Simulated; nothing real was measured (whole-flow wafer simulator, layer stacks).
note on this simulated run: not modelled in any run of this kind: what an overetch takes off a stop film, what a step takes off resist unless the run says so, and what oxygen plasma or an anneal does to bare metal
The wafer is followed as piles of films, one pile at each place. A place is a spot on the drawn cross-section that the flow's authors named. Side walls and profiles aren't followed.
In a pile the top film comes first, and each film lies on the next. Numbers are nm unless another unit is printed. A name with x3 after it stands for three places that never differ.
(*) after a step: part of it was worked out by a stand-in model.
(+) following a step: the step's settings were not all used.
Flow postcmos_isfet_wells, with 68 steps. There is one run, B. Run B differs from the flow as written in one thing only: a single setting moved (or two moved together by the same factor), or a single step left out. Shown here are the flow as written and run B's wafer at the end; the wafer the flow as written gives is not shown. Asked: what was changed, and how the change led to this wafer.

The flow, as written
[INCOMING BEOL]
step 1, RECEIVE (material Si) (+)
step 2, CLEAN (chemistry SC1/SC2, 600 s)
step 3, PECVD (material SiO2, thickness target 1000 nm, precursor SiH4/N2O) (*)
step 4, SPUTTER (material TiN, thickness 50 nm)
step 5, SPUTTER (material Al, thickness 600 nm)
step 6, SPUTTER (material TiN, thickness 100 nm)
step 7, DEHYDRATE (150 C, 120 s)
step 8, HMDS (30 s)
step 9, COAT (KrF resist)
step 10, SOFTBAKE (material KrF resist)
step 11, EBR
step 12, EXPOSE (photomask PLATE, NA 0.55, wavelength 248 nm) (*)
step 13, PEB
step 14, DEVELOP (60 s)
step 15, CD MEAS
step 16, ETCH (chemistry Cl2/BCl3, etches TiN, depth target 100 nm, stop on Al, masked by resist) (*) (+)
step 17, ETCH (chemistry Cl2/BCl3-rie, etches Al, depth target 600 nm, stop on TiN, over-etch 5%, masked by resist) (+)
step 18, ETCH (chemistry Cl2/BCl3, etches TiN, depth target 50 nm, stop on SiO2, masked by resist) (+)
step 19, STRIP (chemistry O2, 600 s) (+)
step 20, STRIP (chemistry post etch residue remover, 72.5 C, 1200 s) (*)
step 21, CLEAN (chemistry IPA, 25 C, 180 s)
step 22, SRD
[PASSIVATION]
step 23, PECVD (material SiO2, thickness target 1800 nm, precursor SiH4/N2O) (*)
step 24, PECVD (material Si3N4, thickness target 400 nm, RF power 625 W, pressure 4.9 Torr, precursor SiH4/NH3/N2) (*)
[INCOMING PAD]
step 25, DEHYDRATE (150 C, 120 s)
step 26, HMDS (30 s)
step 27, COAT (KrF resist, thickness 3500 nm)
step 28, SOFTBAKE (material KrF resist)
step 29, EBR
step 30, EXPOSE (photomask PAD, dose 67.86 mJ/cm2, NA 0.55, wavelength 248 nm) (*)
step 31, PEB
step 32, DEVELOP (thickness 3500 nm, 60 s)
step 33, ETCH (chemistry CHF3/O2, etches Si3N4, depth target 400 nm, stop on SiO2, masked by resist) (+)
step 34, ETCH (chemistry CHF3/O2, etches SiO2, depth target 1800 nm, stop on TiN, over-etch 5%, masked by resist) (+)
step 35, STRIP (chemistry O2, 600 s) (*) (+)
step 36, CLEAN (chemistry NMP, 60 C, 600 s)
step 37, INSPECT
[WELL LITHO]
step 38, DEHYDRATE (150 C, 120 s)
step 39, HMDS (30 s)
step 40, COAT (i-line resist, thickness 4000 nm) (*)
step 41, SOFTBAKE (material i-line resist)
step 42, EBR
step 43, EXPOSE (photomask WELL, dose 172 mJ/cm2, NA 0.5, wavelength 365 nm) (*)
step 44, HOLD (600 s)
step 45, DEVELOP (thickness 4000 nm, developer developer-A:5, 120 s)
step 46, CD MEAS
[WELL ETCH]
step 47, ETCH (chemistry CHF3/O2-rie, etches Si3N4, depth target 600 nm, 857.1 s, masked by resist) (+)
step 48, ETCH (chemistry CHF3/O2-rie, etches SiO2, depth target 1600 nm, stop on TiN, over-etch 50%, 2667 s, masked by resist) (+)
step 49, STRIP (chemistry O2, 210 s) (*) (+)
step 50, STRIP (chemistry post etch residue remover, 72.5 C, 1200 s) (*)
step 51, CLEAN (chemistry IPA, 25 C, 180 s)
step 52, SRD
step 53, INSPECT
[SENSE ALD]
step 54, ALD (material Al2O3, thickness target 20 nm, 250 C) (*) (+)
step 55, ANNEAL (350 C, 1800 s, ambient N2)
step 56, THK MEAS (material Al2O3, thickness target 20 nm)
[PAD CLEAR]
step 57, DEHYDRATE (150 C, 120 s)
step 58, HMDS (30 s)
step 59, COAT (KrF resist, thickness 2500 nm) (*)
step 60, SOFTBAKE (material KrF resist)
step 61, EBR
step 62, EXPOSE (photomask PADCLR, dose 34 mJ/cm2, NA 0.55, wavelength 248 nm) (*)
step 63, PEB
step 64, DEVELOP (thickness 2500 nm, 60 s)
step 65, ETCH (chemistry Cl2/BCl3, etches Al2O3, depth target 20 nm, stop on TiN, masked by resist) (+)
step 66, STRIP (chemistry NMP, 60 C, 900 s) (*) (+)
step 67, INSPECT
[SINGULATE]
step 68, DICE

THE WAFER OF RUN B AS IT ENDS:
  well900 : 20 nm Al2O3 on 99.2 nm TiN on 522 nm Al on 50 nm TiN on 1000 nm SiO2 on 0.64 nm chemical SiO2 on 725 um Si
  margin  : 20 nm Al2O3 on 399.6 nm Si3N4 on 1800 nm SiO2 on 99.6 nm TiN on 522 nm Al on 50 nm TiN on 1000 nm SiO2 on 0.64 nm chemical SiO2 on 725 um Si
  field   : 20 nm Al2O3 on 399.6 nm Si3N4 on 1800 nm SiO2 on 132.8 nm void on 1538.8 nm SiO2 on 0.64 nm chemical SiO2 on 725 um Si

The reason: step 5, SPUTTER: thickness 522 nm was run, while the flow as written has thickness 600 nm.
The wafer lets one read it off: well900 has Al 522, and step 5 as written asks for 600 nm.

The path from the change to this, step by step:
  step 5, SPUTTER (material Al, thickness 600 nm)
      field, margin, well900, well1300 x3, pad_rim, pad_clr, pad_open: +522 Al (new film) (it would be, as written: +600 Al (new film))
  step 17, ETCH (chemistry Cl2/BCl3-rie, etches Al, depth target 600 nm, stop on TiN, over-etch 5%, masked by resist) (+)
      margin, well900, well1300 x3, pad_rim, pad_clr, pad_open: -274 KrF resist (it would be, as written: -300 KrF resist)
      field: -522 Al (all of it) (it would be, as written: -600 Al (all of it))
  step 19, STRIP (chemistry O2, 600 s) (+)
      margin, well900, well1300 x3, pad_rim, pad_clr, pad_open: -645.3 KrF resist (all of it) (it would be, as written: -619.4 KrF resist (all of it))
  step 23, PECVD (material SiO2, thickness target 1800 nm, precursor SiH4/N2O) (*)
      field: +1800 SiO2 (new film), +132.8 void (new film), +538.8 SiO2 (it would be, as written: +1800 SiO2 (new film), +189.9 void (new film), +559.7 SiO2)
